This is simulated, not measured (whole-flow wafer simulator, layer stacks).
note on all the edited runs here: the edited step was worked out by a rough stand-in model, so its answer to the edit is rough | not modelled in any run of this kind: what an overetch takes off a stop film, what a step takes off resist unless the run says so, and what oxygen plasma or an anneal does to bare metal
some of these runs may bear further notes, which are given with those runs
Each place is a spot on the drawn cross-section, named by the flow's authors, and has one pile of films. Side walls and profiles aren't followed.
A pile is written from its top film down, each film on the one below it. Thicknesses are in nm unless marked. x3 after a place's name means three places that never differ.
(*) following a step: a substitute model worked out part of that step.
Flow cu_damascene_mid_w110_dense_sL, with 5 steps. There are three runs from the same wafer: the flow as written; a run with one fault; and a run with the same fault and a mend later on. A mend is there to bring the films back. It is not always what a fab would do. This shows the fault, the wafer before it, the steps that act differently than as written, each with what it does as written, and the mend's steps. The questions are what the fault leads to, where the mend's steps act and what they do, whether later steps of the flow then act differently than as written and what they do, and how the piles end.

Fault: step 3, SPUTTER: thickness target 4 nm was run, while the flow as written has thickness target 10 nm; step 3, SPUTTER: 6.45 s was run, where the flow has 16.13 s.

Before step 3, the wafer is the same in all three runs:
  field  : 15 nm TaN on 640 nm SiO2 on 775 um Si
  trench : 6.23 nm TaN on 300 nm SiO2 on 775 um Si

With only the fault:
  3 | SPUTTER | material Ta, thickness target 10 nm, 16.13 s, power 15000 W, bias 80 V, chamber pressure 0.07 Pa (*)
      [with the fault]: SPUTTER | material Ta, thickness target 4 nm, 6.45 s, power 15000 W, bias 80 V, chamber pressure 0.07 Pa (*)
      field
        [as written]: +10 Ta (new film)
        [with the fault]: +4 Ta (new film)
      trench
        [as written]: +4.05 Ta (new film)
        [with the fault]: +1.62 Ta (new film)
  None of the later steps of the flow differs from how it acts as written, at any place that is followed, by more than 2% or 0.5 nm, whichever is larger.
  At field, trench, the piles at the end differ from the flow's by more than 2% or 0.5 nm, whichever is larger.
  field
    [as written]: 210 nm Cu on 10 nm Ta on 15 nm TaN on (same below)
    [with the fault]: 210 nm Cu on 4 nm Ta on 15 nm TaN on (same below)
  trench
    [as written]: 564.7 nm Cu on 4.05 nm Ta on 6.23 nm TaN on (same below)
    [with the fault]: 561.2 nm Cu on 1.62 nm Ta on 6.23 nm TaN on (same below)

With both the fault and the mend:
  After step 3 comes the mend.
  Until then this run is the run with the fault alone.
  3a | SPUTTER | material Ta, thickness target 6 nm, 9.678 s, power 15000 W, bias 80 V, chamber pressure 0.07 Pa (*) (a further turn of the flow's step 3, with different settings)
      field
        +6 Ta
      trench
        +2.39 Ta
  None of the later steps of the flow acts differently than as written at any place that is followed.
  When the end is reached, the piles differ only a little from the flow's at the places that both follow, at most by 2% or 0.5 nm, whichever is larger.
